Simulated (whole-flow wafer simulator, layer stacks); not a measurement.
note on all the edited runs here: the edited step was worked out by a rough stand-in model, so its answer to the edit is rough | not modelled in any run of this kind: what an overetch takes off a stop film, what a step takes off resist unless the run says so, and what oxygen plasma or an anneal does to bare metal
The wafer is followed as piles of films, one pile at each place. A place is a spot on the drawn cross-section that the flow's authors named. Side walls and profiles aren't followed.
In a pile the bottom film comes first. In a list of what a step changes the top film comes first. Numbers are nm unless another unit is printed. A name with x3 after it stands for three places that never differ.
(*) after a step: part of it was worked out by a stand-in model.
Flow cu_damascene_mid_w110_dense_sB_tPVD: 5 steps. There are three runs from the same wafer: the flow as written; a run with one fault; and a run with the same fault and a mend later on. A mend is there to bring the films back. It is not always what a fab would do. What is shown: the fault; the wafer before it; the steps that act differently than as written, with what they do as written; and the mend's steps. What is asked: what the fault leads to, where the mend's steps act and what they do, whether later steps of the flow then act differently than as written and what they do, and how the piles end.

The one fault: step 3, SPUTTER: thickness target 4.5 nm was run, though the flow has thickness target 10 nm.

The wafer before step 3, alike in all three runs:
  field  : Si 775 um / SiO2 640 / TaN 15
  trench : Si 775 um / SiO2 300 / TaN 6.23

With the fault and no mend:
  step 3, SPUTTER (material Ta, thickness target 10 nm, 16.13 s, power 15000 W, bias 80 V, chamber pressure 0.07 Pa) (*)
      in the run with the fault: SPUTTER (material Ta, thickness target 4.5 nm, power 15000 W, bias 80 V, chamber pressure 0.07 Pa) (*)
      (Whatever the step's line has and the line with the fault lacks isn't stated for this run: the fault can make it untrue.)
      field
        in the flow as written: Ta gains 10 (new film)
        in the run with the fault: Ta gains 4.5 (new film)
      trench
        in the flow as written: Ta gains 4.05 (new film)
        in the run with the fault: Ta gains 1.82 (new film)
  Every later step of the flow that is run acts as written, at every place that is followed, to within 2% or 0.5 nm, whichever is larger.
  The piles end different from the flow's at field, trench by more than 2% or 0.5 nm, whichever is larger.
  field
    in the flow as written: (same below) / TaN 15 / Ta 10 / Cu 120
    in the run with the fault: (same below) / TaN 15 / Ta 4.5 / Cu 120
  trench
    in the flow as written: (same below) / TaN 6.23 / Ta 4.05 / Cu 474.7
    in the run with the fault: (same below) / TaN 6.23 / Ta 1.82 / Cu 471.4

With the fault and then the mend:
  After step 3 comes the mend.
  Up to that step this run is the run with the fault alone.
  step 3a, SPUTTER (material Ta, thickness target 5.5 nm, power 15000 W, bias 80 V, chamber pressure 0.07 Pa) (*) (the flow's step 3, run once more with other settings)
      field
        Ta gains 5.5
      trench
        Ta gains 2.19
  Every later step of the flow that is run acts as written, at every place that is followed, to within 2% or 0.5 nm, whichever is larger.
  When the end is reached, the piles differ only a little from the flow's at the places that both follow, at most by 2% or 0.5 nm, whichever is larger.
